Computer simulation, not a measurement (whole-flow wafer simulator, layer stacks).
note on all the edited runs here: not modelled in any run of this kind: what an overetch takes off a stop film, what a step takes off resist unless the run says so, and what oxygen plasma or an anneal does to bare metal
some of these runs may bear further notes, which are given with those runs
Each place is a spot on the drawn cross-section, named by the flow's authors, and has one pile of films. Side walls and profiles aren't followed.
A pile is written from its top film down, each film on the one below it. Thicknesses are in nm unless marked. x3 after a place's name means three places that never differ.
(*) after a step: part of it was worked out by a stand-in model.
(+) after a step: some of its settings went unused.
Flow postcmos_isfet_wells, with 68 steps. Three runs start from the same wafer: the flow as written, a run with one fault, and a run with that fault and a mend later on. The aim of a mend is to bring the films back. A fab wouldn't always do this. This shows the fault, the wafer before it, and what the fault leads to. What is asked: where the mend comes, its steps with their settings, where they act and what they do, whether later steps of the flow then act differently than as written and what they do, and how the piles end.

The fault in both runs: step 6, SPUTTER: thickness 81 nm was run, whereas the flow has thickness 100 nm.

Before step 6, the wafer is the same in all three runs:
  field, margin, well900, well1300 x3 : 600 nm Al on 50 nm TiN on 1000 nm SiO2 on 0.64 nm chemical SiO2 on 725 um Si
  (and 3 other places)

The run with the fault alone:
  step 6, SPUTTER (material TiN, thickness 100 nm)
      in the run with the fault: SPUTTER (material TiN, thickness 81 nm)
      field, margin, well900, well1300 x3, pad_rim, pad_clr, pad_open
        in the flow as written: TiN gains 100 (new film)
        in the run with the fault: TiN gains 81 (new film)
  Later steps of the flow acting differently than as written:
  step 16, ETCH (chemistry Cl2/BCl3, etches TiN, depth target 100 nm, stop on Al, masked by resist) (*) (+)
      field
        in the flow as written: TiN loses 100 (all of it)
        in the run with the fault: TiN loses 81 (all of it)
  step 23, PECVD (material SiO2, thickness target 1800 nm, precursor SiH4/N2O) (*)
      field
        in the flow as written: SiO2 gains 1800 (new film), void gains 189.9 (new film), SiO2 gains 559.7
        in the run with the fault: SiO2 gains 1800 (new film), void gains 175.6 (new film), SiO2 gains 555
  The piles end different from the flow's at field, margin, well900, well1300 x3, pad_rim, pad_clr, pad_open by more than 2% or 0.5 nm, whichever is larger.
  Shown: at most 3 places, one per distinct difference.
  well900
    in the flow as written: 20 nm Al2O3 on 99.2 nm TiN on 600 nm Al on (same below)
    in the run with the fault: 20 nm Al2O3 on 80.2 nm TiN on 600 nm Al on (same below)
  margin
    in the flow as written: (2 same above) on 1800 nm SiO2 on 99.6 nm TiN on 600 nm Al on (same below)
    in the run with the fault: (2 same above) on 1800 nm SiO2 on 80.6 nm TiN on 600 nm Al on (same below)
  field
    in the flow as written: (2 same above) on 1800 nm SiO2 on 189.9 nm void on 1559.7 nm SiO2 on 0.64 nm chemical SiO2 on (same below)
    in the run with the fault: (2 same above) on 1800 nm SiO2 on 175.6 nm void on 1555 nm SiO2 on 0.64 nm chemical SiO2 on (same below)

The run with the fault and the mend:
  After step 15 comes the mend.
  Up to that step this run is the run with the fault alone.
  step 15a, STRIP (chemistry O2, 600 s) (+)
      margin, well900, well1300 x3, pad_rim, pad_clr, pad_open
        KrF resist loses 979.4 (all of it)
  step 15b, SPUTTER (material TiN, thickness 19 nm) (a further turn of the flow's step 6, with different settings)
      field, margin, well900, well1300 x3, pad_rim, pad_clr, pad_open
        TiN gains 19
  step 15c, HMDS (30 s) (a further turn of the flow's step 8)
      leaves every film unchanged at each place that is followed
  step 15d, COAT (KrF resist) (a further turn of the flow's step 9)
      field, margin, well900, well1300 x3, pad_rim, pad_clr, pad_open
        KrF resist gains 1000 (new film)
  step 15e, SOFTBAKE (material KrF resist) (a further turn of the flow's step 10)
      leaves every film unchanged at each place that is followed
  step 15f, EBR (a further turn of the flow's step 11)
      leaves every film unchanged at each place that is followed
  step 15g, EXPOSE (photomask PLATE, NA 0.55, wavelength 248 nm) (*) (a further turn of the flow's step 12)
      leaves every film unchanged at each place that is followed
  step 15h, PEB (a further turn of the flow's step 13)
      field, margin, well900, well1300 x3, pad_rim, pad_clr, pad_open
        KrF resist loses 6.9
  step 15i, DEVELOP (60 s) (a further turn of the flow's step 14)
      margin, well900, well1300 x3, pad_rim, pad_clr, pad_open
        KrF resist loses 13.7
      field
        KrF resist loses 993.1 (all of it)
  None of the later steps of the flow acts differently than as written at any place that is followed.
  By the end, the piles equal the flow's at every place that both follow.
